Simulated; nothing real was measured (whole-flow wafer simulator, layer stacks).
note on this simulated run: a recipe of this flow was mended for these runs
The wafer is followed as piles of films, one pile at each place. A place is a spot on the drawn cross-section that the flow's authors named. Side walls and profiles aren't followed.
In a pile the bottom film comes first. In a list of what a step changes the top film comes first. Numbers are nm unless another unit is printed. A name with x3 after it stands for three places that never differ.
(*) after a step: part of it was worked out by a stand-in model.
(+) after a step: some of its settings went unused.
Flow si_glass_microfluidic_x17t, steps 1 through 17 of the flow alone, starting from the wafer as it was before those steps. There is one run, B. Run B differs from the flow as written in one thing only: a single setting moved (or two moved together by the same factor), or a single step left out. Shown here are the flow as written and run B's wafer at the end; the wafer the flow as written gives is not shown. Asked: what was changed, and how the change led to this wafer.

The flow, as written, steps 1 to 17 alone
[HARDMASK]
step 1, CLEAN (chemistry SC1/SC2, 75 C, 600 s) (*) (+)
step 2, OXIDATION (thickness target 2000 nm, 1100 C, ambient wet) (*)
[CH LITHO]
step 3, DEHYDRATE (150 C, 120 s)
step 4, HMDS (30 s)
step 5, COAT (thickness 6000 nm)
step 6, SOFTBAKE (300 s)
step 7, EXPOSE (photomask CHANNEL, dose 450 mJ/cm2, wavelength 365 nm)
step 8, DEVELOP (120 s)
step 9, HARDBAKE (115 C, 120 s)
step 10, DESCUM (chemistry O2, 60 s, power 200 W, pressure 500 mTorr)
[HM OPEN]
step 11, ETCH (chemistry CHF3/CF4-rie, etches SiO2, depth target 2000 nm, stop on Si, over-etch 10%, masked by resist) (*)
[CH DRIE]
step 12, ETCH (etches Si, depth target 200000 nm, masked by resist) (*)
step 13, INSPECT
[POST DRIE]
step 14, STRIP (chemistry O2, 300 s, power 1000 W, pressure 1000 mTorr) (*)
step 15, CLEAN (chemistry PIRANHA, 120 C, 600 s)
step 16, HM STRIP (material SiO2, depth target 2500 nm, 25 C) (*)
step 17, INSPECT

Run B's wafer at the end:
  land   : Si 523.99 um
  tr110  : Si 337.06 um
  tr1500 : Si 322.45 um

Cause: step 2, OXIDATION: thickness target 2288 nm was run, while the flow as written has thickness target 2000 nm.

The path from the change to this, step by step:
  step 2, OXIDATION (thickness target 2000 nm, 1100 C, ambient wet) (*)
      land, tr110, tr1500, tr15: SiO2 gains 2288 (new film), chemical SiO2 loses 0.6 (all of it), Si loses 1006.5 (in the flow as written it would be: SiO2 gains 2000 (new film), chemical SiO2 loses 0.6 (all of it), Si loses 879.7)
  step 11, ETCH (chemistry CHF3/CF4-rie, etches SiO2, depth target 2000 nm, stop on Si, over-etch 10%, masked by resist) (*)
      tr110, tr1500, tr15: SiO2 loses 2200 (in the flow as written it would be: SiO2 loses 2000 (all of it), Si loses 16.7)
  step 12, ETCH (etches Si, depth target 200000 nm, masked by resist) (*)
      tr110: SiO2 loses 88 (all of it), Si loses 186.92 um (in the flow as written it would be: Si loses 200.12 um)
      tr1500: SiO2 loses 88 (all of it), Si loses 201.54 um (in the flow as written it would be: Si loses 215.73 um)
      (and at 1 other place as well)
  step 16, HM STRIP (material SiO2, depth target 2500 nm, 25 C) (*)
      land: SiO2 loses 2288 (all of it) (in the flow as written it would be: SiO2 loses 2000 (all of it))
